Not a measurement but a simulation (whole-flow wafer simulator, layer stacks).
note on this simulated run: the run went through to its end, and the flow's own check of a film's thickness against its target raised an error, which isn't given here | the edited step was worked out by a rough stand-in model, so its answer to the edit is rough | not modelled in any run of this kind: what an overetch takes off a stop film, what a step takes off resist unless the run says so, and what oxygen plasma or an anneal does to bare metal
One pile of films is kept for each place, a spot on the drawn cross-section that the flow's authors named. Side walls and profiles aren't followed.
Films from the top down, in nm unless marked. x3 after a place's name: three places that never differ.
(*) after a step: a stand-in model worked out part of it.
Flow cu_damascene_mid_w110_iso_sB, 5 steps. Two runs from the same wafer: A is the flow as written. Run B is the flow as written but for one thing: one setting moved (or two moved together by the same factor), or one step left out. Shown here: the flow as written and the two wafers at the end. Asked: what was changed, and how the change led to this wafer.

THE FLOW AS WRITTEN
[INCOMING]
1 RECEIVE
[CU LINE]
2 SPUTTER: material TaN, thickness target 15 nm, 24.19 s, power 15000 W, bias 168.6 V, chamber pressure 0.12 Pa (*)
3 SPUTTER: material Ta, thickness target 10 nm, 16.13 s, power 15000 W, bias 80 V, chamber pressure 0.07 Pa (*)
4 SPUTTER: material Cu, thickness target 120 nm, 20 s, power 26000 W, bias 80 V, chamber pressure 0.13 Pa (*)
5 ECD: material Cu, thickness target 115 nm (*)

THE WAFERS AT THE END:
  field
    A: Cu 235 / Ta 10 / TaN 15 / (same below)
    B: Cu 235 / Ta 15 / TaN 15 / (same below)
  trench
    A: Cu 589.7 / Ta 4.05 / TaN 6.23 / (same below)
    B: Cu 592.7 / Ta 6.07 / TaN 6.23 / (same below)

The cause: step 3, SPUTTER: thickness target 15 nm was run, where the flow has thickness target 10 nm.
It can be read off the wafer: field has Ta 15, and step 3 as written asks for 10 nm.

How the change led to this, step by step:
  3 SPUTTER: material Ta, thickness target 10 nm, 16.13 s, power 15000 W, bias 80 V, chamber pressure 0.07 Pa (*)
      field: A Ta +10 (new film) | B Ta +15 (new film)
      trench: A Ta +4.05 (new film) | B Ta +6.07 (new film)
